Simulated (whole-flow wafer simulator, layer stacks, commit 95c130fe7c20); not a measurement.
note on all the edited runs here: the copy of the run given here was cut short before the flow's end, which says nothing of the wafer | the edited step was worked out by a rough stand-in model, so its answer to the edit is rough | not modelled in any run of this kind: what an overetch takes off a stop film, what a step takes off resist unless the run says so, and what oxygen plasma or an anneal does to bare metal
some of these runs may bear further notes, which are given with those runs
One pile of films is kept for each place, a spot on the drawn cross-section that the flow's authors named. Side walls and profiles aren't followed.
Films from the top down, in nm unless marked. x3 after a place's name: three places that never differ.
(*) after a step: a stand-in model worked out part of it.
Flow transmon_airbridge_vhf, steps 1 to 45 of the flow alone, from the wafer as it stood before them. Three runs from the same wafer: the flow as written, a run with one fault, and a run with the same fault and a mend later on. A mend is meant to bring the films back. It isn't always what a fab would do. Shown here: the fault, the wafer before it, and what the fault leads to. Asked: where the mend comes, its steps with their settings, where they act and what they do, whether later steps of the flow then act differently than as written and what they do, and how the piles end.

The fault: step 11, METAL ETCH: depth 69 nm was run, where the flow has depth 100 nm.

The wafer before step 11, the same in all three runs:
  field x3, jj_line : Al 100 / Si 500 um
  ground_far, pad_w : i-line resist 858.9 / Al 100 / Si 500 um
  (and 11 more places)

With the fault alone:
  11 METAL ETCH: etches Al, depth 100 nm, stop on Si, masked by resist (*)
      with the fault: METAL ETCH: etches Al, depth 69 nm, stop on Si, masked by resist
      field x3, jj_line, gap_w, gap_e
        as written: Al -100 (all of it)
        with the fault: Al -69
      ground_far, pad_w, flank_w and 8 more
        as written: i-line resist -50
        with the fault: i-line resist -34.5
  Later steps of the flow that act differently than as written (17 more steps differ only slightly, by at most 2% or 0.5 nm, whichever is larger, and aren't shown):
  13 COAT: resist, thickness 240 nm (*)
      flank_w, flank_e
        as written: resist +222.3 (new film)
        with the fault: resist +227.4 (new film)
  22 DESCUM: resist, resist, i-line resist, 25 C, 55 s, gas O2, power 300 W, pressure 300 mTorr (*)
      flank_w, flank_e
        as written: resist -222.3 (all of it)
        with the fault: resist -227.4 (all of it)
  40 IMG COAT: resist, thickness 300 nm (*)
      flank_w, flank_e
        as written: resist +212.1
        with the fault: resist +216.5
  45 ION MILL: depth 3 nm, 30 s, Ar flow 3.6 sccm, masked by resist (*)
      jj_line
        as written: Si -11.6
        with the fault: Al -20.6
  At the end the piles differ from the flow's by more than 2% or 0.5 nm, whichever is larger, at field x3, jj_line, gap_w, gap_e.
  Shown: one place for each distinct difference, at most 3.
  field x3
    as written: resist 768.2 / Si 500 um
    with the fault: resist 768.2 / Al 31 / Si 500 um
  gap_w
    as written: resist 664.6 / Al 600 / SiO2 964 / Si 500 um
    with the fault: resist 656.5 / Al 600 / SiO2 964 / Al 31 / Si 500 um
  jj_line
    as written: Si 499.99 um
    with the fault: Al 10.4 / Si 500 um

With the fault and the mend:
  The mend comes after step 11.
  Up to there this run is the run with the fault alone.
  11a METAL ETCH: etches Al, depth 31 nm, stop on Si, masked by resist (*) (the flow's step 11 once more, with other settings)
      ground_far, pad_w, flank_w and 8 more
        i-line resist -15.5
      field x3, jj_line, gap_w, gap_e
        Al -31 (all of it)
  No later step of the flow acts differently than as written at any place that is followed.
  At the end the piles are the same as the flow's at every place that both follow.
